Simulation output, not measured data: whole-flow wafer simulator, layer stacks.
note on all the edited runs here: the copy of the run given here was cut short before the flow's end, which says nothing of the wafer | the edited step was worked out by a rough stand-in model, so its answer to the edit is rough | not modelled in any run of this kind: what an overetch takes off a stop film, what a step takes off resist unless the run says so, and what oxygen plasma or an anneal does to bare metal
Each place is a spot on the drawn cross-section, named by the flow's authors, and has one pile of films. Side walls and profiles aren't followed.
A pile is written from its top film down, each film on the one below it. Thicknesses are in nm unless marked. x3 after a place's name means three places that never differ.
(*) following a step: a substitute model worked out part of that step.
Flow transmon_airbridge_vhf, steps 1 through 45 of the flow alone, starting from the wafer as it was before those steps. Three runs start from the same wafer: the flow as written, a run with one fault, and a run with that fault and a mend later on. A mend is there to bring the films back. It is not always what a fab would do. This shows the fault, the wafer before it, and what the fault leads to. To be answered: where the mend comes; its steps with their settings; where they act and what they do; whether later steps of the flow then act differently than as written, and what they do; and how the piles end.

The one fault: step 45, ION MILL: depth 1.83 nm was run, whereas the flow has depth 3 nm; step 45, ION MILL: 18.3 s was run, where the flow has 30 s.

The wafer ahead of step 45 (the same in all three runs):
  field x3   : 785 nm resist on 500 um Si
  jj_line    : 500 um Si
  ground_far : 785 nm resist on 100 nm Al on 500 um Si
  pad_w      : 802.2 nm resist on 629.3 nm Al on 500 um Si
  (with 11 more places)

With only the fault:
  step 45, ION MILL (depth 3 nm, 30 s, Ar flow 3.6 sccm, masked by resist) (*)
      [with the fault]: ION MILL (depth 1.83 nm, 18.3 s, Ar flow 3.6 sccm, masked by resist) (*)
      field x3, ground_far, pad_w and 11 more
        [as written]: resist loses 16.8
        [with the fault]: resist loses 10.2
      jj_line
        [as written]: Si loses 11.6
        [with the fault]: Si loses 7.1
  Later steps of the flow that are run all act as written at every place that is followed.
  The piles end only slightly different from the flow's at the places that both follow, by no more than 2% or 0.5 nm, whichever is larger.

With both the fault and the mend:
  The mend stands after step 45.
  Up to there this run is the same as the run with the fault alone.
  step 45a, ION MILL (depth 1.17 nm, 11.7 s, Ar flow 3.6 sccm, masked by resist) (*) (the flow's step 45, run once more with other settings)
      field x3, ground_far, pad_w and 11 more
        resist loses 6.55
      jj_line
        Si loses 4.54
  Later steps of the flow that are run all act as written at every place that is followed.
  By the end, the piles equal the flow's at every place that both follow.
